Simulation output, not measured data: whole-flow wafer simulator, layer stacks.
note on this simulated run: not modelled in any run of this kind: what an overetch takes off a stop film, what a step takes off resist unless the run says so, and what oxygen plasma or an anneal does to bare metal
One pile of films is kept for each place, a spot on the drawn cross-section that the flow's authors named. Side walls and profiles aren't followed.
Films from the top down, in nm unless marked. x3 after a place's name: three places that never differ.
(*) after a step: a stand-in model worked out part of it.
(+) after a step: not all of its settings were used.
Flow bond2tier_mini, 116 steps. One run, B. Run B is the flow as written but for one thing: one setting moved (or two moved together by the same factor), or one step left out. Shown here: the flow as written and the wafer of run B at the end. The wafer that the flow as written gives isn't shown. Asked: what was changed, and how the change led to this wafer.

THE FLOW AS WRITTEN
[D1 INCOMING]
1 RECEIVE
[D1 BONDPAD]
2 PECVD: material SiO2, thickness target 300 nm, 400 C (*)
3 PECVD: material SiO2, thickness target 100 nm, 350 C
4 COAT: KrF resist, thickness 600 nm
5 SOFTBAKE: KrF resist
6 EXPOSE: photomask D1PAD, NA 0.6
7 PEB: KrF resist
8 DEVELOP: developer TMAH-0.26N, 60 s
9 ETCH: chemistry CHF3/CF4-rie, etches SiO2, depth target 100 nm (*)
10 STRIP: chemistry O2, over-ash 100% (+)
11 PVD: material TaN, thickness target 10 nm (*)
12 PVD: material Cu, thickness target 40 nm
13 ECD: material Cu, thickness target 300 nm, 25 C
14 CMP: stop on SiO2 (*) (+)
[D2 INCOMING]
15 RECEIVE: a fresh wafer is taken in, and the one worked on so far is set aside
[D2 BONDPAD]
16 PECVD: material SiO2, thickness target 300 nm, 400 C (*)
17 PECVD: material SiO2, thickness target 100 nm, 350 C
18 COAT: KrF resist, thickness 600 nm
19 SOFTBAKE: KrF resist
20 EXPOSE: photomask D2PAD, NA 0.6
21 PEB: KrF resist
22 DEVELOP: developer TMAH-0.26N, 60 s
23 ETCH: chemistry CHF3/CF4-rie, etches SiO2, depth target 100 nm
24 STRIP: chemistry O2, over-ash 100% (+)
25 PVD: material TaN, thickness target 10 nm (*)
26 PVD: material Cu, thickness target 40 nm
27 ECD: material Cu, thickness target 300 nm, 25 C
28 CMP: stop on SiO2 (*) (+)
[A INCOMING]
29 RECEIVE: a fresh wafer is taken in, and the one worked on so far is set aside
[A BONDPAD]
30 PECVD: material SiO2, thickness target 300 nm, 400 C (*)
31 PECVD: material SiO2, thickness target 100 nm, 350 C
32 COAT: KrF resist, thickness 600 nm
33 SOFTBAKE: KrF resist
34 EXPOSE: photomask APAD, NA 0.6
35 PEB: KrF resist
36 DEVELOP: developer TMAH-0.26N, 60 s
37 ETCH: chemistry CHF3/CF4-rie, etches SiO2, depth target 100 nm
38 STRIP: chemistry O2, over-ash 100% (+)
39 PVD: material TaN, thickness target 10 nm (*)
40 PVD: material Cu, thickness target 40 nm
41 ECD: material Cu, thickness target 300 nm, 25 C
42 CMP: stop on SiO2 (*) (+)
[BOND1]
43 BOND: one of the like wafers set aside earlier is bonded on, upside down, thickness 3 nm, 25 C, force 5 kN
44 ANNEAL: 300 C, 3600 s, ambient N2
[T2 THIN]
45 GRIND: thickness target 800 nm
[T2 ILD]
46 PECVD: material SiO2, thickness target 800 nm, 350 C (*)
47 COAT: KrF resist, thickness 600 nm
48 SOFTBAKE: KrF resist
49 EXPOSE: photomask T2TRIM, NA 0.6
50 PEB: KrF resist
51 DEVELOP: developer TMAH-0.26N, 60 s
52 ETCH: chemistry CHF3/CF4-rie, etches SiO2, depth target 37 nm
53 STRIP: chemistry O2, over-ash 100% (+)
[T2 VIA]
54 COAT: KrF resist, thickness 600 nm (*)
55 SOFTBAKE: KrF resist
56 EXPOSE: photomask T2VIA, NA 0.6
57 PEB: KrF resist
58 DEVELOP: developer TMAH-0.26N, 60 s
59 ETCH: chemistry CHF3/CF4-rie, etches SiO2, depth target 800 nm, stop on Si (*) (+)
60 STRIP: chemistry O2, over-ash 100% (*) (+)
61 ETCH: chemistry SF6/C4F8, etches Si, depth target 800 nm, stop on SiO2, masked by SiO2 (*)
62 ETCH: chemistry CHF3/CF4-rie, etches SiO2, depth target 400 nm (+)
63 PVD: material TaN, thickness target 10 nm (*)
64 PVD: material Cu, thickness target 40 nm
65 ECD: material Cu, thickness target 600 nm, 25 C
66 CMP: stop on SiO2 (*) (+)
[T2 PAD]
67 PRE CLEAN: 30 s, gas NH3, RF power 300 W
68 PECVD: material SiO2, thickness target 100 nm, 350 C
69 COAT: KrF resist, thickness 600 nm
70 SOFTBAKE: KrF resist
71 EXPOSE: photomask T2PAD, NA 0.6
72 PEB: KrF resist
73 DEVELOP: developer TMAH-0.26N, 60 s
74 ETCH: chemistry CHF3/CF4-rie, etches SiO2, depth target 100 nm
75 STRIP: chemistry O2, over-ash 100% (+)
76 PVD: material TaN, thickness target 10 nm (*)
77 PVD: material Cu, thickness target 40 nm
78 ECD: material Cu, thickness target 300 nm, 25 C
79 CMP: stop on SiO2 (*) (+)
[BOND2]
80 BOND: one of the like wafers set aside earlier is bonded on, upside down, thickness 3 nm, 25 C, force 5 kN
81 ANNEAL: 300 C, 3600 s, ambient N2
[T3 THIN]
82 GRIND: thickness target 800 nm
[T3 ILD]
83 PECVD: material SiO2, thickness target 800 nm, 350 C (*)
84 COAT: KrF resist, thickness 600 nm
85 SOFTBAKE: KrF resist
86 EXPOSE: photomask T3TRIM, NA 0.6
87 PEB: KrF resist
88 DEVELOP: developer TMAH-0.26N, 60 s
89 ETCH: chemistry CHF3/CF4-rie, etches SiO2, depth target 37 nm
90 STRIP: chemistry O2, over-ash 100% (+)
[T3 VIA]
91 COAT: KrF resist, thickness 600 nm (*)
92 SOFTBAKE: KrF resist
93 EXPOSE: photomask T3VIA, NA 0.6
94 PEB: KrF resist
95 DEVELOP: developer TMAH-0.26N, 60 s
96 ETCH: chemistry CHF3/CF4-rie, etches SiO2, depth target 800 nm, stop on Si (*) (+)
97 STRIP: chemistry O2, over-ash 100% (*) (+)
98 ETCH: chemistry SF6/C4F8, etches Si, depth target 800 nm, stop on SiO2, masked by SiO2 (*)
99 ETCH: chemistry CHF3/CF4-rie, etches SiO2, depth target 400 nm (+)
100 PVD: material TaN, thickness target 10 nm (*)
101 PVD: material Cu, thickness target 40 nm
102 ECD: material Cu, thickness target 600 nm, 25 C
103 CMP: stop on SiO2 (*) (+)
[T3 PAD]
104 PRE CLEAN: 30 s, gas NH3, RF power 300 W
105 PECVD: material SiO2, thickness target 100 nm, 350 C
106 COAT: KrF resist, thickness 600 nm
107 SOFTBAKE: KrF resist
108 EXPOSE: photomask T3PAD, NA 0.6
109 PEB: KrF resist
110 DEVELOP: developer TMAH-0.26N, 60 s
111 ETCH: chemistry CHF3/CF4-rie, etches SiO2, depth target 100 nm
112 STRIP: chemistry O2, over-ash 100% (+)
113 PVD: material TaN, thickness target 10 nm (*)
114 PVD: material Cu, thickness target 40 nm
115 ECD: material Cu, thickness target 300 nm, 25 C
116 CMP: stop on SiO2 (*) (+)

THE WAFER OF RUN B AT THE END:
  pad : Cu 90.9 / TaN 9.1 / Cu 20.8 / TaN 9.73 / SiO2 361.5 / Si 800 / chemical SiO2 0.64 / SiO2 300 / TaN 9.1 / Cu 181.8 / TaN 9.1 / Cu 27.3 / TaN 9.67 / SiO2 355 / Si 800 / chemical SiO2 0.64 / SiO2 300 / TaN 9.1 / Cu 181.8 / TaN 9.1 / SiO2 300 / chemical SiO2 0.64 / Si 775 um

The cause: step 89, ETCH: depth target 30.5 nm was run, where the flow has depth target 37 nm.

How the change led to this, step by step:
  89 ETCH: chemistry CHF3/CF4-rie, etches SiO2, depth target 37 nm
      field: KrF resist -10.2 (as written it would be: KrF resist -12.3)
      pad: SiO2 -30.5 (as written it would be: SiO2 -37)
